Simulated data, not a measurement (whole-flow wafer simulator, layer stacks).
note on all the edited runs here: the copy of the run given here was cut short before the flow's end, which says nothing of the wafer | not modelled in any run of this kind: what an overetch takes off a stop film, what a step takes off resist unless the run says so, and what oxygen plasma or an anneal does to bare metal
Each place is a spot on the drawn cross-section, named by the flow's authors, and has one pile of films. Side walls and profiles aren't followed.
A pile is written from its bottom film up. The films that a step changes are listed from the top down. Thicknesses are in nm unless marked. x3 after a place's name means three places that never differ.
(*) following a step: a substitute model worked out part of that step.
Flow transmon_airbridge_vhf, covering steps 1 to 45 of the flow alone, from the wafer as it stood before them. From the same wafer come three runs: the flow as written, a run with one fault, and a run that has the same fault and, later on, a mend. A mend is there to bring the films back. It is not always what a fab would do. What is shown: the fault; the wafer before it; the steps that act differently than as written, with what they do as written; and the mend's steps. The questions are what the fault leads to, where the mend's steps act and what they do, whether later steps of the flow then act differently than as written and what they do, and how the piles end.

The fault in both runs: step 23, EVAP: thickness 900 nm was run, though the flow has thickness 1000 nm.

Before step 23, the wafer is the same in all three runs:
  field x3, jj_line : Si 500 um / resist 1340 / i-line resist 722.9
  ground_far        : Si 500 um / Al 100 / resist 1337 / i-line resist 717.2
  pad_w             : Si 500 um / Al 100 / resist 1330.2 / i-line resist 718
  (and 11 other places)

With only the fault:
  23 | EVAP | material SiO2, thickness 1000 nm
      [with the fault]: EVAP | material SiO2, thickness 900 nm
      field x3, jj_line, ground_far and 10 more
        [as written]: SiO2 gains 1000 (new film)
        [with the fault]: SiO2 gains 900 (new film)
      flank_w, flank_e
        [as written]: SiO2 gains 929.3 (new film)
        [with the fault]: SiO2 gains 836.4 (new film)
  Later steps of the flow acting differently than as written (2 more steps, not shown, differ only slightly: by at most 2% or 0.5 nm, whichever is larger):
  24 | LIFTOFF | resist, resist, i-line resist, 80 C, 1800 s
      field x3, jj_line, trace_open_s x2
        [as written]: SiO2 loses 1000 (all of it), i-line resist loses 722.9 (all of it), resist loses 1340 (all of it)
        [with the fault]: SiO2 loses 900 (all of it), i-line resist loses 722.9 (all of it), resist loses 1340 (all of it)
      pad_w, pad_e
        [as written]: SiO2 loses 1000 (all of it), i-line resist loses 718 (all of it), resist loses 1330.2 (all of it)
        [with the fault]: SiO2 loses 900 (all of it), i-line resist loses 718 (all of it), resist loses 1330.2 (all of it)
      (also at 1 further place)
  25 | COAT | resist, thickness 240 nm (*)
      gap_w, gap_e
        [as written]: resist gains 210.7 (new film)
        [with the fault]: resist gains 215.1 (new film)
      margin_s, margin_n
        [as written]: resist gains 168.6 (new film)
        [with the fault]: resist gains 174.3 (new film)
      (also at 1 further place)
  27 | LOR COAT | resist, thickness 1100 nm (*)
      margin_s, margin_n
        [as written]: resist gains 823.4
        [with the fault]: resist gains 847.1
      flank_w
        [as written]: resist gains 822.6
        [with the fault]: resist gains 847
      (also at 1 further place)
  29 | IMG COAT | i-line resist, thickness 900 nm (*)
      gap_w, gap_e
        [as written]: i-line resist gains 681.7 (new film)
        [with the fault]: i-line resist gains 705.5 (new film)
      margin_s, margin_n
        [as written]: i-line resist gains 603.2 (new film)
        [with the fault]: i-line resist gains 634.9 (new film)
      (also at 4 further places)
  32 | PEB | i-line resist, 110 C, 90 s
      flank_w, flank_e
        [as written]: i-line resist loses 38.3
        [with the fault]: i-line resist loses 39.3
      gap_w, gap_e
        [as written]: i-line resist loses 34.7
        [with the fault]: i-line resist loses 36
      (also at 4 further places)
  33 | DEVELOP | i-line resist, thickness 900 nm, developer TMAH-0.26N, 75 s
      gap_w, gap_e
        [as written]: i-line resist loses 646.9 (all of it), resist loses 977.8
        [with the fault]: i-line resist loses 669.5 (all of it), resist loses 991.5
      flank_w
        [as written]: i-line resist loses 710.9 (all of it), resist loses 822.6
        [with the fault]: i-line resist loses 729.3 (all of it), resist loses 847
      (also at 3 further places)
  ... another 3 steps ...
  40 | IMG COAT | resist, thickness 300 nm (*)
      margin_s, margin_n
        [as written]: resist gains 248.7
        [with the fault]: resist gains 254.9
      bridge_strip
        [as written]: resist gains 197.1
        [with the fault]: resist gains 201.8
  By the end, the piles at flank_w, gap_w, cpw_trace, gap_e, flank_e, margin_s, bridge_strip, margin_n depart from the flow's by more than 2% or 0.5 nm, whichever is larger.
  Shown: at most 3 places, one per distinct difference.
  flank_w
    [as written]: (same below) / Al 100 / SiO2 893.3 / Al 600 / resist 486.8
    [with the fault]: (same below) / Al 100 / SiO2 800.4 / Al 600 / resist 497
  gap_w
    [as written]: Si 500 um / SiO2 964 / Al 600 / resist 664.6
    [with the fault]: Si 500 um / SiO2 864 / Al 600 / resist 673.2
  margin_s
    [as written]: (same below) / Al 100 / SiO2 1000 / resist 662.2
    [with the fault]: (same below) / Al 100 / SiO2 900 / resist 675.9

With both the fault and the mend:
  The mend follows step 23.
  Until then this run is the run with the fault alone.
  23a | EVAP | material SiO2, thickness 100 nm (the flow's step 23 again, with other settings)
      field x3, jj_line, ground_far and 10 more
        SiO2 gains 100
      flank_w, flank_e
        SiO2 gains 92.9
  Later steps of the flow that are run all act as written at every place that is followed, up to a difference of at most 2% or 0.5 nm, whichever is larger.
  The piles end only slightly different from the flow's at the places that both follow, by no more than 2% or 0.5 nm, whichever is larger.
